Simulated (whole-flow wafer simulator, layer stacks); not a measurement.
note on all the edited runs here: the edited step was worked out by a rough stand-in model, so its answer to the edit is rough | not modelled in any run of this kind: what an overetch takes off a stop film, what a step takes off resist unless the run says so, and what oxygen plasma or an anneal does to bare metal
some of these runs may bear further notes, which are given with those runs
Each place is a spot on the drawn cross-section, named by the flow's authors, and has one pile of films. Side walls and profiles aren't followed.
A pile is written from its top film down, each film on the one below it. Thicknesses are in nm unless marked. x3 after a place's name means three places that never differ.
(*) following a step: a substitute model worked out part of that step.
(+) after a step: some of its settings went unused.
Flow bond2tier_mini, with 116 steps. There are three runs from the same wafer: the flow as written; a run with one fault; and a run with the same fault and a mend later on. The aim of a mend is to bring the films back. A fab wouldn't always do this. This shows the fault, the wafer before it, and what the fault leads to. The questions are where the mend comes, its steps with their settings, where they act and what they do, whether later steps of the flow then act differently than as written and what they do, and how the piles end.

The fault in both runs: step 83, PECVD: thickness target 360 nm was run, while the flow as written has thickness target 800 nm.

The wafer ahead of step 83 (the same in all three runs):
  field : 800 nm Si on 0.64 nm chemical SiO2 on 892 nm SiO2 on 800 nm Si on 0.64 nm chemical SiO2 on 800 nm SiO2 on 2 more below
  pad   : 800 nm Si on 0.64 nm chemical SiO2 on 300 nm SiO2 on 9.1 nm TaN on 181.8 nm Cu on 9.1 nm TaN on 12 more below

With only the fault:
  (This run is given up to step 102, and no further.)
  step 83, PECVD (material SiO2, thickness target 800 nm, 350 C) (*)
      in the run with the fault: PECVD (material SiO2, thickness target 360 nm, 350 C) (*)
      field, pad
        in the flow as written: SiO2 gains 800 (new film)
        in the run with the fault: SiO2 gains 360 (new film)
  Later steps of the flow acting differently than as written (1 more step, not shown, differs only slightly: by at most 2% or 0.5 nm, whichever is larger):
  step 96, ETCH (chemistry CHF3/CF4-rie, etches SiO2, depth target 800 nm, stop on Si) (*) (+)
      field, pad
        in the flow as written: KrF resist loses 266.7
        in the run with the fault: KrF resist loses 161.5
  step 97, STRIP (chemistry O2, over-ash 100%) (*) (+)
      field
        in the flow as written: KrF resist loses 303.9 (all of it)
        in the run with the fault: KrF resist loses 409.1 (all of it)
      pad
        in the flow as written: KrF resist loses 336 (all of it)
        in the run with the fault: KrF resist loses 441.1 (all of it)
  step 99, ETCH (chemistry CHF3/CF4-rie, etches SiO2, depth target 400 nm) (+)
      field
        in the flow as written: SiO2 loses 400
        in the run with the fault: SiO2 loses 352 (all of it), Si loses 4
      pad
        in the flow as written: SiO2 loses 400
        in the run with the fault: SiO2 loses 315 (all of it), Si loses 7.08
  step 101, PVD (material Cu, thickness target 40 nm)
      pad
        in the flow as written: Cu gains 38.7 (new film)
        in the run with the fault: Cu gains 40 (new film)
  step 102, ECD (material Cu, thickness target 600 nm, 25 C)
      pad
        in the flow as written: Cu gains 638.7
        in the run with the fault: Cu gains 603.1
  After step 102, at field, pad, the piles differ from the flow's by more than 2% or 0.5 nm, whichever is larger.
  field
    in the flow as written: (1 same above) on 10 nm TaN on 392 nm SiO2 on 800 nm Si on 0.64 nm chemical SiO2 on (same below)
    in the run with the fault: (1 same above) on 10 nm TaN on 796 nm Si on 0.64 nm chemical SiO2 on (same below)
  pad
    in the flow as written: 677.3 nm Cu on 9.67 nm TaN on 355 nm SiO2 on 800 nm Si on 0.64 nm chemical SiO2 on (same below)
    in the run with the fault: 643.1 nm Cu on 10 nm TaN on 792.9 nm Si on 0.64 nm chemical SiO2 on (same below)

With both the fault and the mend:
  The mend stands after step 83.
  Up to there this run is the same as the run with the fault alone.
  step 83a, PECVD (material SiO2, thickness target 440 nm, 350 C) (*) (a further turn of the flow's step 83, with different settings)
      field, pad
        SiO2 gains 440
  Every later step of the flow that is run acts as written at every place that is followed.
  By the end, the piles equal the flow's at every place that both follow.
